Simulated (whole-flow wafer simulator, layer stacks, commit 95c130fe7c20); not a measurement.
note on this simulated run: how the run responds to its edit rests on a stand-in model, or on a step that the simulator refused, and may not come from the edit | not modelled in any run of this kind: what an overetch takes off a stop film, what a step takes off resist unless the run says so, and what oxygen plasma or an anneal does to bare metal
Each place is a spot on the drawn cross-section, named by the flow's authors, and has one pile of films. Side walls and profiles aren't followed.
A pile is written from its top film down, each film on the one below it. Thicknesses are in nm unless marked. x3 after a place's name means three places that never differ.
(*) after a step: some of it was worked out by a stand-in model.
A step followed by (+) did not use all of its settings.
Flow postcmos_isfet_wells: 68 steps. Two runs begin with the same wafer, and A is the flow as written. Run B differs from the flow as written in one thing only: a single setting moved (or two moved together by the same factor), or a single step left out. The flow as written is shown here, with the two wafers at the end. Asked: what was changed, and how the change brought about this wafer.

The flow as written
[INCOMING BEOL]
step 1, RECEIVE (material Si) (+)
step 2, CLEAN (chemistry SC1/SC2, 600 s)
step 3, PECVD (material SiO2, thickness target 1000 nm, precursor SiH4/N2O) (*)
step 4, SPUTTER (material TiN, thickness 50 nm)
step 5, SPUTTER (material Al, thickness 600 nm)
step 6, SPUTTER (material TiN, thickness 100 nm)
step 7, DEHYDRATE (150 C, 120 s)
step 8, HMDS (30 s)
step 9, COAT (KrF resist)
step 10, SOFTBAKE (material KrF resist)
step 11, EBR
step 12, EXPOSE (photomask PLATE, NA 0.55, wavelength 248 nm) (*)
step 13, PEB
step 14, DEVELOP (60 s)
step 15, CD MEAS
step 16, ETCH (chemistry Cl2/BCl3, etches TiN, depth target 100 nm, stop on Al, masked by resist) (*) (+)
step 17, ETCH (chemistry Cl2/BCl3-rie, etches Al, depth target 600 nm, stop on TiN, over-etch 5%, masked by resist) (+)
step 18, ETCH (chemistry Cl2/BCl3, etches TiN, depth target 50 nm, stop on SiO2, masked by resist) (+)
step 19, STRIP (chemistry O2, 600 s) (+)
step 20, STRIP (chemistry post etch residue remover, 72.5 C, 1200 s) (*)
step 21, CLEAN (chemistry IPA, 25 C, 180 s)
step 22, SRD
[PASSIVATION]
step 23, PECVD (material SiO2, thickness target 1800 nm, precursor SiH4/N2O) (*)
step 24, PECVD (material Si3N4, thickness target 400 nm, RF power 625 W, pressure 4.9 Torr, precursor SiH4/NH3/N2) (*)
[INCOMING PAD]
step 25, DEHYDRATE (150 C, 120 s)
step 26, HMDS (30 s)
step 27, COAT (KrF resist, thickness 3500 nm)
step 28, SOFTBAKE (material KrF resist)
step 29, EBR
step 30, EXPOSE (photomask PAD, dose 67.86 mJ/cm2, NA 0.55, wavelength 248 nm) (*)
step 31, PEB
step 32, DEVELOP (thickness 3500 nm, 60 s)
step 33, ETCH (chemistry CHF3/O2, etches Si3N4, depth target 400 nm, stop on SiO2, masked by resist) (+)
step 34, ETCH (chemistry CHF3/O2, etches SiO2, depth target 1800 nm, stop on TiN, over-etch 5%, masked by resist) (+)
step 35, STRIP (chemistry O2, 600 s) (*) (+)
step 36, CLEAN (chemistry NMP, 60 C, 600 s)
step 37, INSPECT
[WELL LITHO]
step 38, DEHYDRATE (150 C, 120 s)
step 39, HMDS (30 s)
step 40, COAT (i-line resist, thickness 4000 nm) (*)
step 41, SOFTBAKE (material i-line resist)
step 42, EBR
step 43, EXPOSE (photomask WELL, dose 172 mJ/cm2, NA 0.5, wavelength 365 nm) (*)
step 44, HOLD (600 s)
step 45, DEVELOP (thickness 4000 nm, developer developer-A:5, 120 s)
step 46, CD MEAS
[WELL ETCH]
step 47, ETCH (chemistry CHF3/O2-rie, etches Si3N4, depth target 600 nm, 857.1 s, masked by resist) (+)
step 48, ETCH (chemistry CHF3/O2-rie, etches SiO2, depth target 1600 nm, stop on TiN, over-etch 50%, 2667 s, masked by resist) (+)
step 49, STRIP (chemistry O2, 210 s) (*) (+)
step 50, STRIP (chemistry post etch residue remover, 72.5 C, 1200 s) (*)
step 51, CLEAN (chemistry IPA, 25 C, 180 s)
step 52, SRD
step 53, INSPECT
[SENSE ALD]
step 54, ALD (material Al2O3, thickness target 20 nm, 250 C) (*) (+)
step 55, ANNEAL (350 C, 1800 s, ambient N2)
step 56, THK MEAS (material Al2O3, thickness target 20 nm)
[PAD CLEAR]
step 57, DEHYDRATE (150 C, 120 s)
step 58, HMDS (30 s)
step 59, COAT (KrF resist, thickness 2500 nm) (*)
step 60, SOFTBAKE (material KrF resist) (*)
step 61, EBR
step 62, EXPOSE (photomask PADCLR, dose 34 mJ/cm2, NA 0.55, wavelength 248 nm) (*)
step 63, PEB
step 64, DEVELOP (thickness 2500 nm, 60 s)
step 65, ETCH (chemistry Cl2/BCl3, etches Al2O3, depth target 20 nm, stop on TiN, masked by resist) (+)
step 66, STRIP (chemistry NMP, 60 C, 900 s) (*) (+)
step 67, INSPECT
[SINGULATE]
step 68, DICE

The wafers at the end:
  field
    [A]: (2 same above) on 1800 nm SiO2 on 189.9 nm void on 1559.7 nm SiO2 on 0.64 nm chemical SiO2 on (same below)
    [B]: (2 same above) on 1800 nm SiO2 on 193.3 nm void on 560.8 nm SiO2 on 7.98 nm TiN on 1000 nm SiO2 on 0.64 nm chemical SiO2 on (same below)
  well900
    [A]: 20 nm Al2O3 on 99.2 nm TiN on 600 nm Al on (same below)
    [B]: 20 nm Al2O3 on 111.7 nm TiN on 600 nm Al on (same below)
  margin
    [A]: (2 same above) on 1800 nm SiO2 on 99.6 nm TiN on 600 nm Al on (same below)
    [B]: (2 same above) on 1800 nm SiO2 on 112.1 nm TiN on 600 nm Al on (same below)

The reason: step 6, SPUTTER: thickness 112.5 nm was run, whereas the flow has thickness 100 nm.

Step by step, how the change led to this:
  step 6, SPUTTER (material TiN, thickness 100 nm)
      field, margin, well900 and 6 more: A +100 TiN (new film) | B +112.5 TiN (new film)
  step 16, ETCH (chemistry Cl2/BCl3, etches TiN, depth target 100 nm, stop on Al, masked by resist) (*) (+)
      field: A -100 TiN (all of it) | B -100 TiN
  step 17, ETCH (chemistry Cl2/BCl3-rie, etches Al, depth target 600 nm, stop on TiN, over-etch 5%, masked by resist) (+)
      field: A -600 Al (all of it) | B -12.5 TiN (all of it), -580 Al
  step 18, ETCH (chemistry Cl2/BCl3, etches TiN, depth target 50 nm, stop on SiO2, masked by resist) (+)
      field: A -50 TiN (all of it) | B -20 Al (all of it), -41.6 TiN
  step 23, PECVD (material SiO2, thickness target 1800 nm, precursor SiH4/N2O) (*)
      field: A +1800 SiO2 (new film), +189.9 void (new film), +559.7 SiO2 | B +1800 SiO2 (new film), +193.3 void (new film), +560.8 SiO2 (new film)
With metal films that touch counted as one body, field has 1 body; the flow as written gives 0 bodies.
